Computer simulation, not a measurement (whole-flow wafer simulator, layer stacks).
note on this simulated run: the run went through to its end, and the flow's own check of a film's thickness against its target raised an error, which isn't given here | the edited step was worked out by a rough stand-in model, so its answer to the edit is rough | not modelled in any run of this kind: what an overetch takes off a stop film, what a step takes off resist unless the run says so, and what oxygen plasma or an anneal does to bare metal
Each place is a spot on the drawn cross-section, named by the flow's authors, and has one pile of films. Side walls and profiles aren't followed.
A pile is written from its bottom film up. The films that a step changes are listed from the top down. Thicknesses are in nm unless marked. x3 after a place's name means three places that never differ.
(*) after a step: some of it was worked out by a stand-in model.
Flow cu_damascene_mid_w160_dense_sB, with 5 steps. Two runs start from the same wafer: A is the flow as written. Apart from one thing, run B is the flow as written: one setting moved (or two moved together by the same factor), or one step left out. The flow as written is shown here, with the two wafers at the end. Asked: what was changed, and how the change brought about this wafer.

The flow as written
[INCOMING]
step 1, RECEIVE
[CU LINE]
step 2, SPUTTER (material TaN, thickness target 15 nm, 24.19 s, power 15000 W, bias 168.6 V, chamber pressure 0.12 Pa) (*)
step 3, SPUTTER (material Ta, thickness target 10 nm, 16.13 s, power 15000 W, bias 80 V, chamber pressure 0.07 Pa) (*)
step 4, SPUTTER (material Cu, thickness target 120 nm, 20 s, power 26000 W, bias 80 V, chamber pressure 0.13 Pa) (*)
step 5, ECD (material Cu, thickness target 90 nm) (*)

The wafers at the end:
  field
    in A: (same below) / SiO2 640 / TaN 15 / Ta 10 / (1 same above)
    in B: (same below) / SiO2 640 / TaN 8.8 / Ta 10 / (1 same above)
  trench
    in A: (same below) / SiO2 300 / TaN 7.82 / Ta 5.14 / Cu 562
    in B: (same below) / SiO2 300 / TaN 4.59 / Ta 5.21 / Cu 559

What caused this: step 2, SPUTTER: thickness target 8.8 nm was run, while the flow as written has thickness target 15 nm; step 2, SPUTTER: 14.15 s was run, where the flow has 24.19 s.
One can read it off the wafer: field has TaN 8.8, and step 2 as written asks for 15 nm.

How this came from the change, step by step:
  step 2, SPUTTER (material TaN, thickness target 15 nm, 24.19 s, power 15000 W, bias 168.6 V, chamber pressure 0.12 Pa) (*)
      field: A TaN gains 15 (new film) | B TaN gains 8.8 (new film)
      trench: A TaN gains 7.82 (new film) | B TaN gains 4.59 (new film)
